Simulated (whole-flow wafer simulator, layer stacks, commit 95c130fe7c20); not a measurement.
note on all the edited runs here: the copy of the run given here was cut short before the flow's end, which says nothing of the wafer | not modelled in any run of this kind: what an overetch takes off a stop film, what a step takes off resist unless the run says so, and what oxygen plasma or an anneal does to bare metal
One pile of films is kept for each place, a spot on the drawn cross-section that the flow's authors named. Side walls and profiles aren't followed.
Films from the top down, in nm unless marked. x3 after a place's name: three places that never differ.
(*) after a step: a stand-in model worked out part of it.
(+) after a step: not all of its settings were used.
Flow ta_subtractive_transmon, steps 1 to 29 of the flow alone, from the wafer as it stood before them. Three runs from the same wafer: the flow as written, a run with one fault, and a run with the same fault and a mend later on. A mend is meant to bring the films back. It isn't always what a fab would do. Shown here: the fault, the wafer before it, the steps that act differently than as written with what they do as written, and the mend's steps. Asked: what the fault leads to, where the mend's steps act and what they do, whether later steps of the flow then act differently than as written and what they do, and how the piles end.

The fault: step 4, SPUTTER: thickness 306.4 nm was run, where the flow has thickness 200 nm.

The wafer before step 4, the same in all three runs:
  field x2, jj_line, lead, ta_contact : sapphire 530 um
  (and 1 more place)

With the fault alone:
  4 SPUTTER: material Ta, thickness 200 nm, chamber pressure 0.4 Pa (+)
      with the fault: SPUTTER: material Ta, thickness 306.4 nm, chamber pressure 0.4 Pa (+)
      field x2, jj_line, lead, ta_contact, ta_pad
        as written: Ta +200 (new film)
        with the fault: Ta +306.4 (new film)
  Later steps of the flow that act differently than as written (3 more steps differ only slightly, by at most 2% or 0.5 nm, whichever is larger, and aren't shown):
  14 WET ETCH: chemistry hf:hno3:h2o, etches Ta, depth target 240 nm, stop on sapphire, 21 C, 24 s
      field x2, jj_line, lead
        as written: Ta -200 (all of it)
        with the fault: Ta -240
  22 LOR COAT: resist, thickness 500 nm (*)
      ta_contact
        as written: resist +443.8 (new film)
        with the fault: resist +433.7 (new film)
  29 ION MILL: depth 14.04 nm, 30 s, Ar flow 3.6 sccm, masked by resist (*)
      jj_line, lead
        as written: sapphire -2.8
        with the fault: Ta -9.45
  At the end the piles differ from the flow's by more than 2% or 0.5 nm, whichever is larger, at field x2, jj_line, lead, ta_contact, ta_pad.
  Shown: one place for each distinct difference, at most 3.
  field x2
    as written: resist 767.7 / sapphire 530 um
    with the fault: resist 767.7 / Ta 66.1 / sapphire 530 um
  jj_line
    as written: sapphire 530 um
    with the fault: Ta 56.7 / sapphire 530 um
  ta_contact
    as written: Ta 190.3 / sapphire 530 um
    with the fault: Ta 296.7 / sapphire 530 um

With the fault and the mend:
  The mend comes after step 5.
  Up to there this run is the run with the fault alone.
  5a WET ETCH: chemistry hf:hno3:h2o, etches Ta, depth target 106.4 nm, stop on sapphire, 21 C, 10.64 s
      field x2, jj_line, lead, ta_contact, ta_pad
        Ta -106.4
  No later step of the flow acts differently than as written at any place that is followed.
  At the end the piles are the same as the flow's at every place that both follow.
